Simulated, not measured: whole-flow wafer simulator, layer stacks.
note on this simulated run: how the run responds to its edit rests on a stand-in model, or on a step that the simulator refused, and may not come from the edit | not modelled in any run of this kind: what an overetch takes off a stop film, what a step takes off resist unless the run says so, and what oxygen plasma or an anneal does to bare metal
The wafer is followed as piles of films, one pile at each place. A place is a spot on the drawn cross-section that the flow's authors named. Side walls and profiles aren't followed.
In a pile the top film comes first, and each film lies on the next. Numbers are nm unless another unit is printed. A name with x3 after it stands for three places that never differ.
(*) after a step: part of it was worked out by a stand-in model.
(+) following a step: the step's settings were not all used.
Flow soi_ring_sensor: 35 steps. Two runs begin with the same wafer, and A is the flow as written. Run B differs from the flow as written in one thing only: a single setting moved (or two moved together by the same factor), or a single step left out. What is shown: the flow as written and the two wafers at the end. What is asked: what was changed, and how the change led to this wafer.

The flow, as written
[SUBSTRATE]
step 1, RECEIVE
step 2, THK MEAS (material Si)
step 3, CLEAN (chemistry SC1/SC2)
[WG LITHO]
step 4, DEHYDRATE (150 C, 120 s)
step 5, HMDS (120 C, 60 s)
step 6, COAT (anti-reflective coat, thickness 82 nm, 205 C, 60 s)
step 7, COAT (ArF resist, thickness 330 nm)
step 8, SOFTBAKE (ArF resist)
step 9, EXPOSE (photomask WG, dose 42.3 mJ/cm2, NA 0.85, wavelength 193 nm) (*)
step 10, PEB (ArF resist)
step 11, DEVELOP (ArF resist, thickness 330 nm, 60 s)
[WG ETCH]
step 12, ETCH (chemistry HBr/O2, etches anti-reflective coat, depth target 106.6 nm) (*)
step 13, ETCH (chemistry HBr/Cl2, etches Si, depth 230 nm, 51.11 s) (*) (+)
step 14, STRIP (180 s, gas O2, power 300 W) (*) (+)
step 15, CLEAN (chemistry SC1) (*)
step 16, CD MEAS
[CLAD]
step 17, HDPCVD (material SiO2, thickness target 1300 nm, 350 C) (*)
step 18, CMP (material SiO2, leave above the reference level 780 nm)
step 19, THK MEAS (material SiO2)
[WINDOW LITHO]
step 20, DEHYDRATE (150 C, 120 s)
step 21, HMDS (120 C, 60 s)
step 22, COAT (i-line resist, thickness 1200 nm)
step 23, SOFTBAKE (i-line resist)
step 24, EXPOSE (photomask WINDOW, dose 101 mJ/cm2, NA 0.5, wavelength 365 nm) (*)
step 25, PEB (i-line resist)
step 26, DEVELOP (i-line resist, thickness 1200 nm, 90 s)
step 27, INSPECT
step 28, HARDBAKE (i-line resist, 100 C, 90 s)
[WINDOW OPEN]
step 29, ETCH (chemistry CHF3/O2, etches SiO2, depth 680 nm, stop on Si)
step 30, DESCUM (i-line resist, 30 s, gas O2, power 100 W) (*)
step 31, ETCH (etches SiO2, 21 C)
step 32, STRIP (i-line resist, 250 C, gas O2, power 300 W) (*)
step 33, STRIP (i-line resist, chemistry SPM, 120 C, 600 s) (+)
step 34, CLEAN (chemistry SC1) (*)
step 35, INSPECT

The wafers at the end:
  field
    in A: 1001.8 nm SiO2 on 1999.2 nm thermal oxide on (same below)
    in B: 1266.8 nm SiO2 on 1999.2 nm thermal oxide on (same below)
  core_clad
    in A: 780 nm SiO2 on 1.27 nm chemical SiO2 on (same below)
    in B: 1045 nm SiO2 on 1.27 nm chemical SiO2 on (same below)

Cause: step 18, CMP: leave above the reference level 1045 nm was run, though the flow has leave above the reference level 780 nm.
One can read it off the wafer: core_clad has SiO2 1045, and step 18 as written asks for 780 nm.

The path from the change to this, step by step:
  step 18, CMP (material SiO2, leave above the reference level 780 nm)
      gap, window, field, gap_clad: A -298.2 SiO2 | B -33.2 SiO2
      core, core_clad: A -520 SiO2 | B -255 SiO2
  step 31, ETCH (etches SiO2, 21 C)
      core: A -100 SiO2 (all of it), -1.27 chemical SiO2 (all of it) | B -365 SiO2 (all of it), -1.27 chemical SiO2 (all of it)
